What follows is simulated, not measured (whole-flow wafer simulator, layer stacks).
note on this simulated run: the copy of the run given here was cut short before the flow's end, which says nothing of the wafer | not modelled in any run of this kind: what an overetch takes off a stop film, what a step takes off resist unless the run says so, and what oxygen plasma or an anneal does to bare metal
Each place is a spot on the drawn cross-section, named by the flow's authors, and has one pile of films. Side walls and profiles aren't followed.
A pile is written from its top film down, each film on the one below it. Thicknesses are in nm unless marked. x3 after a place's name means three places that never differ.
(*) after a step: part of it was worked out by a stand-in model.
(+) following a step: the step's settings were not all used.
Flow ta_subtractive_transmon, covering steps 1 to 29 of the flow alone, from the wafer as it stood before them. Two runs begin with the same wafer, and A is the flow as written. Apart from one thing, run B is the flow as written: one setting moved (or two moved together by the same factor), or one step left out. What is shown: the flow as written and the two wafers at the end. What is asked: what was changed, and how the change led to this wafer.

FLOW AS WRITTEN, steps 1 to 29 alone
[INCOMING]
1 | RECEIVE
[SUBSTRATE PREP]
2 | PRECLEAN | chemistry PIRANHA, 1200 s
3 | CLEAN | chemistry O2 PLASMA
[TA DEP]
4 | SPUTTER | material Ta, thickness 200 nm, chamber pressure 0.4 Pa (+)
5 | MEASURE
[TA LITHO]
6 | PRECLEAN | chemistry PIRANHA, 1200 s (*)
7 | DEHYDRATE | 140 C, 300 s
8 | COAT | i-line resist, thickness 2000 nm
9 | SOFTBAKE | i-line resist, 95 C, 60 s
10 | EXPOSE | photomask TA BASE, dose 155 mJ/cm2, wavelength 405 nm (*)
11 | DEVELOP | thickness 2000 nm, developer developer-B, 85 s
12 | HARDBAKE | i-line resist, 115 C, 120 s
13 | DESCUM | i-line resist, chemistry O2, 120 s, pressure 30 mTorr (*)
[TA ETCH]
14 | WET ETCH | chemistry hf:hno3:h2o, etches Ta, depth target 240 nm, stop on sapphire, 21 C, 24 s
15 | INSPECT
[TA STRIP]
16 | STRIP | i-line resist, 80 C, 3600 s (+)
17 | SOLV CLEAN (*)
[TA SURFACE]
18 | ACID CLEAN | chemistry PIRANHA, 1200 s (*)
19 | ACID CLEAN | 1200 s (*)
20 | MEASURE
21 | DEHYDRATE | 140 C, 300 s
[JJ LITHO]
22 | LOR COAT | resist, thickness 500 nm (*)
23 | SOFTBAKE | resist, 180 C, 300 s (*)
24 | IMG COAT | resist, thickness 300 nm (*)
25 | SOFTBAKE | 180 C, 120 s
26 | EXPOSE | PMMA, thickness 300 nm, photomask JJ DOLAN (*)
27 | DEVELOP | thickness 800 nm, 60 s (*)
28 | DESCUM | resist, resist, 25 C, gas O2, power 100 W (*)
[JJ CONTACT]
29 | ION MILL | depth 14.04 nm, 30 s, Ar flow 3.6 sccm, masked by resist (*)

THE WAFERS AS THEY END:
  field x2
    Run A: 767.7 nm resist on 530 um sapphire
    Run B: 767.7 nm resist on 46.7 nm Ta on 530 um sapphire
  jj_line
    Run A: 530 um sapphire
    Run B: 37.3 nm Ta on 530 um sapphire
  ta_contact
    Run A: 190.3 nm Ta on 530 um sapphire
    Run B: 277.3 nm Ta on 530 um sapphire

The reason: step 4, SPUTTER: thickness 287 nm was run, whereas the flow has thickness 200 nm.

Step by step, how the change led to this:
  4 | SPUTTER | material Ta, thickness 200 nm, chamber pressure 0.4 Pa (+)
      field x2, jj_line, lead, ta_contact, ta_pad: A +200 Ta (new film) | B +287 Ta (new film)
  14 | WET ETCH | chemistry hf:hno3:h2o, etches Ta, depth target 240 nm, stop on sapphire, 21 C, 24 s
      field x2, jj_line, lead: A -200 Ta (all of it) | B -240 Ta
  22 | LOR COAT | resist, thickness 500 nm (*)
      ta_contact: A +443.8 resist (new film) | B +433.7 resist (new film)
  29 | ION MILL | depth 14.04 nm, 30 s, Ar flow 3.6 sccm, masked by resist (*)
      jj_line, lead: A -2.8 sapphire | B -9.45 Ta
If metal films that touch count as one body, field x2 has 1 body; the flow as written gives 0 bodies.
If metal films that touch count as one body, jj_line has 1 body; the flow as written gives 0 bodies.
